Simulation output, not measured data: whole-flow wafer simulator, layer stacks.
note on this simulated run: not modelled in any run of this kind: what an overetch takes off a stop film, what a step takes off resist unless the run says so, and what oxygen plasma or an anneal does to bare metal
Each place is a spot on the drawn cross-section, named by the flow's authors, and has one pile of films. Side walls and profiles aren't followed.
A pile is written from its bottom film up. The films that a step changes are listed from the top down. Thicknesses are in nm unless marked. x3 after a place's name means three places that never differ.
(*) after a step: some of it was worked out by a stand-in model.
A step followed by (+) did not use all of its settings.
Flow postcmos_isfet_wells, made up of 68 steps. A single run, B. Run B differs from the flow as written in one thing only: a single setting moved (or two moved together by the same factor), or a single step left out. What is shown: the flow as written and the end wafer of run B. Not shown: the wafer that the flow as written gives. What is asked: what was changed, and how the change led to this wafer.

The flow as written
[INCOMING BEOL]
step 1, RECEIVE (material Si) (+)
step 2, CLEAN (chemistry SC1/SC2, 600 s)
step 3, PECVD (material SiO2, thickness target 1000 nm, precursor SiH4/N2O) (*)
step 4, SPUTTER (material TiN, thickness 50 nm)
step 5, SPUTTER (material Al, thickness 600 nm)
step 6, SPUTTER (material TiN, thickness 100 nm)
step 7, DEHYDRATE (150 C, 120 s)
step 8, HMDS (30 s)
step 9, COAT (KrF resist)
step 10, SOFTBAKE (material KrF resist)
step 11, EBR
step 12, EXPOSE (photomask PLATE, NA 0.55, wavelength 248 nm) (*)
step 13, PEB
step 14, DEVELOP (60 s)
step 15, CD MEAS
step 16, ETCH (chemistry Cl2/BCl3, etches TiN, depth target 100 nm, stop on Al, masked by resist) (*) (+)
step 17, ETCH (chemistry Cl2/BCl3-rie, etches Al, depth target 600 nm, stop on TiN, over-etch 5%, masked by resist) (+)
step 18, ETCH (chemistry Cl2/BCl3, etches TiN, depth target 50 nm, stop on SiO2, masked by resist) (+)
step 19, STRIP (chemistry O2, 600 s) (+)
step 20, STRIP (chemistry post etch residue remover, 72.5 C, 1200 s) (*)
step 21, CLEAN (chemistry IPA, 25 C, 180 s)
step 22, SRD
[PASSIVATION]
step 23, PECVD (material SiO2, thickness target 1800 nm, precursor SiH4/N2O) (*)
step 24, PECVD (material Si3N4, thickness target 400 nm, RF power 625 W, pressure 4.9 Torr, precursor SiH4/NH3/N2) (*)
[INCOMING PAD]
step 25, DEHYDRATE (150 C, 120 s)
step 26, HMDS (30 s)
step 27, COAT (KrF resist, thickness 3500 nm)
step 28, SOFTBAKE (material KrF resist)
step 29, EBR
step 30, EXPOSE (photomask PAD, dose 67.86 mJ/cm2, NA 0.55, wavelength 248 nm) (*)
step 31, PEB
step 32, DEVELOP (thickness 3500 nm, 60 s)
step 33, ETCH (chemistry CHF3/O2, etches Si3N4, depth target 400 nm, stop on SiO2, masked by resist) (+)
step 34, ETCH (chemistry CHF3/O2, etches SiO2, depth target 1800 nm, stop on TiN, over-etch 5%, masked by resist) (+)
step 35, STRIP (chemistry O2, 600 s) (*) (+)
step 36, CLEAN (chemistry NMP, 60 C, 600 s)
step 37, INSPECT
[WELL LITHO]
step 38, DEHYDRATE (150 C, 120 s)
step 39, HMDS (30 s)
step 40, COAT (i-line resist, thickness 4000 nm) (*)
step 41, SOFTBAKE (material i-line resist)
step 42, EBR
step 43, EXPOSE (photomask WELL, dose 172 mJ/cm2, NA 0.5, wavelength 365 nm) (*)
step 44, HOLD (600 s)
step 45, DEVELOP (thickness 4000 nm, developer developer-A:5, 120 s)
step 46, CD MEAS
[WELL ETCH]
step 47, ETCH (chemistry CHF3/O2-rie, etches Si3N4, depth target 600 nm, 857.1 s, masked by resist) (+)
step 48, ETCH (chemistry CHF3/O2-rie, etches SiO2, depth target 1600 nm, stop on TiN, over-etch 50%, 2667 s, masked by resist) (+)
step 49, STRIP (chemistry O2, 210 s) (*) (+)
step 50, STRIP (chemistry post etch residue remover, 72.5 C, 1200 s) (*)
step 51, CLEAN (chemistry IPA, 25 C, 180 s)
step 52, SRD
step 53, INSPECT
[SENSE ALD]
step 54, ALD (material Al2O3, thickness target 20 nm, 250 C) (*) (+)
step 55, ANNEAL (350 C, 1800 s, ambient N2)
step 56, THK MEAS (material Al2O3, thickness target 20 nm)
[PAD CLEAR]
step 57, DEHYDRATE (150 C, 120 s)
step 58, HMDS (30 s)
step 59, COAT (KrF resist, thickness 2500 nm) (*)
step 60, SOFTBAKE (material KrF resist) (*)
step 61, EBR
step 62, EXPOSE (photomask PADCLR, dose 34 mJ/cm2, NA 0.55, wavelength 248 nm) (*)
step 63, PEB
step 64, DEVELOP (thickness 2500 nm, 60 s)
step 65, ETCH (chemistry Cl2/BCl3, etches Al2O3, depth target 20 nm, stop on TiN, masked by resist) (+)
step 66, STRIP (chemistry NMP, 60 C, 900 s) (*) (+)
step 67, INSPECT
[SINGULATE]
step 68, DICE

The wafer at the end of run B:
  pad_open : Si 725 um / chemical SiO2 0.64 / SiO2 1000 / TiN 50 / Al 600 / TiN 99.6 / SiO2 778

What caused this: step 34, ETCH: depth target 1022 nm was run, whereas the flow has depth target 1800 nm.

The path from the change to this, step by step:
  step 34, ETCH (chemistry CHF3/O2, etches SiO2, depth target 1800 nm, stop on TiN, over-etch 5%, masked by resist) (+)
      pad_open: -1022 SiO2 (as written it would have been: -1800 SiO2 (all of it))
      field, margin, well900, well1300, well2000, well3000, pad_rim, pad_clr: -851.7 KrF resist (as written it would have been: -1500 KrF resist)
  step 35, STRIP (chemistry O2, 600 s) (*) (+)
      field, margin, well900, well1300, well2000, well3000, pad_rim, pad_clr: -2286.8 KrF resist (all of it) (as written it would have been: -1638.4 KrF resist (all of it))
  step 40, COAT (i-line resist, thickness 4000 nm) (*)
      pad_clr: +3505.2 i-line resist (new film) (as written it would have been: +3256.8 i-line resist (new film))
      pad_open: +4523.9 i-line resist (new film) (as written it would have been: +4804.7 i-line resist (new film))
  step 41, SOFTBAKE (material i-line resist)
      pad_clr: -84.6 i-line resist (as written it would have been: -156.7 i-line resist)
      pad_open: +78.5 i-line resist (as written it would have been: +115.3 i-line resist)
  step 49, STRIP (chemistry O2, 210 s) (*) (+)
      pad_clr: -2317 i-line resist (all of it) (as written it would have been: -1996.5 i-line resist (all of it))
      pad_open: -3498.8 i-line resist (all of it) (as written it would have been: -3816.3 i-line resist (all of it))
  step 59, COAT (KrF resist, thickness 2500 nm) (*)
      pad_rim: +2157.1 KrF resist (new film) (as written it would have been: +1976.4 KrF resist (new film))
      pad_clr: +1960.4 KrF resist (new film) (as written it would have been: +1691.6 KrF resist (new film))
      (also at 1 further place)
  step 60, SOFTBAKE (material KrF resist) (*)
      pad_rim: -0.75 KrF resist (as written it would have been: nothing)
      pad_clr: -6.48 KrF resist (as written it would have been: -9.57 KrF resist)
  step 64, DEVELOP (thickness 2500 nm, 60 s)
      pad_clr: -1953.9 KrF resist (all of it) (as written it would have been: -1682 KrF resist (all of it))
      pad_open: -2868 KrF resist (all of it) (as written it would have been: -3067.2 KrF resist (all of it))
  step 66, STRIP (chemistry NMP, 60 C, 900 s) (*) (+)
      pad_rim: -2117.6 KrF resist (all of it) (as written it would have been: -1937.7 KrF resist (all of it))
